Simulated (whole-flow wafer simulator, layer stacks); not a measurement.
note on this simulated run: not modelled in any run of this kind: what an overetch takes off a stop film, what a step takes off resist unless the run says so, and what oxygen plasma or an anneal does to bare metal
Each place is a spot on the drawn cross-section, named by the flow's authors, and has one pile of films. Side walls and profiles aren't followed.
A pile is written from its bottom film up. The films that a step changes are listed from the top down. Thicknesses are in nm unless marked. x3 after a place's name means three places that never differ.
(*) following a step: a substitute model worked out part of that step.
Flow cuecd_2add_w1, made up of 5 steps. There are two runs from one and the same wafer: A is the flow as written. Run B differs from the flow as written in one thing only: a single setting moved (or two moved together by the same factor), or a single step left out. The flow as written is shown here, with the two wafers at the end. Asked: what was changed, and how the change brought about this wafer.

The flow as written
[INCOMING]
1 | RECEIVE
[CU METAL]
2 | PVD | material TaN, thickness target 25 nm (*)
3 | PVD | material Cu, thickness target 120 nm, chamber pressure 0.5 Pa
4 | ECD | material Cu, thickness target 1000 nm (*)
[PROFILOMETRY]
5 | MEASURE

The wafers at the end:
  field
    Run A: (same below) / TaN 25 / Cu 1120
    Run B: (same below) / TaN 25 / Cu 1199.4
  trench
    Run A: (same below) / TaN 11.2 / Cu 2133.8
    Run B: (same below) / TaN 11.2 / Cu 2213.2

Cause: step 3, PVD: thickness target 199.4 nm was run, while the flow as written has thickness target 120 nm.

Step by step, how the change led to this:
  3 | PVD | material Cu, thickness target 120 nm, chamber pressure 0.5 Pa
      field: A +120 Cu (new film) | B +199.4 Cu (new film)
      trench: A +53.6 Cu (new film) | B +86.8 Cu (new film)
  4 | ECD | material Cu, thickness target 1000 nm (*)
      trench: A +2080.2 Cu | B +2126.4 Cu
